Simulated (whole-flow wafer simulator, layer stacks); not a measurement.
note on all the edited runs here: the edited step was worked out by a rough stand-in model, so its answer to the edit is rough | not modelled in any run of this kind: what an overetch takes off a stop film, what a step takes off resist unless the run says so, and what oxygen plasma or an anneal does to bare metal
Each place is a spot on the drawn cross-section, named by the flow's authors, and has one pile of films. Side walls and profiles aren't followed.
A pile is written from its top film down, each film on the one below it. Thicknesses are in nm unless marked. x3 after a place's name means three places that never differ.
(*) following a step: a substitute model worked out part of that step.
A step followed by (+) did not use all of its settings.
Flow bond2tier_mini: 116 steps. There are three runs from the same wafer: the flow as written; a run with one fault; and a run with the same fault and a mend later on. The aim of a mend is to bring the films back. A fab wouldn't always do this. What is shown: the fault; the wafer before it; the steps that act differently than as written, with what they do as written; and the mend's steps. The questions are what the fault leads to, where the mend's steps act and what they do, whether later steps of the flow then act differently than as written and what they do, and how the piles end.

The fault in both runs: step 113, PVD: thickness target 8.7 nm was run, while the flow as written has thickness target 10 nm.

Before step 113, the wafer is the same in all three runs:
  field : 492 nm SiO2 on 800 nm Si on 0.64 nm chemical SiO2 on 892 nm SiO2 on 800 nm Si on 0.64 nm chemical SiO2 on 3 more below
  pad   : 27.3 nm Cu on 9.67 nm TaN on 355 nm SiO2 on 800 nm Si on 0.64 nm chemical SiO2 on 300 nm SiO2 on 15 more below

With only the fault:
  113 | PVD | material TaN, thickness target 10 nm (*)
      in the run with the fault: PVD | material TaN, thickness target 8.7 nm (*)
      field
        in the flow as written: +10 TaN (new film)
        in the run with the fault: +8.7 TaN (new film)
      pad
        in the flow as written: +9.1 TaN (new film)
        in the run with the fault: +7.92 TaN (new film)
  Steps later in the flow that act otherwise than as written (1 other step is not shown; it differs only slightly, by no more than 2% or 0.5 nm, whichever is larger):
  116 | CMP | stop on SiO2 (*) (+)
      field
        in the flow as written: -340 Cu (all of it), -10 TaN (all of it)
        in the run with the fault: -340 Cu (all of it), -8.7 TaN (all of it)
  The piles end different from the flow's at pad by more than 2% or 0.5 nm, whichever is larger.
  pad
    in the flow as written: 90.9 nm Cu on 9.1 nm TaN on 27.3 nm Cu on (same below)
    in the run with the fault: 92.1 nm Cu on 7.92 nm TaN on 27.3 nm Cu on (same below)

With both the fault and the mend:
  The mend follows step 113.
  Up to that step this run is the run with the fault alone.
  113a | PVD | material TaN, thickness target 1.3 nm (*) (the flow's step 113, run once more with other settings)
      field
        +1.3 TaN
      pad
        +1.18 TaN
  Later steps of the flow that are run all act as written at every place that is followed.
  The piles end the same as the flow's at every place that both follow.
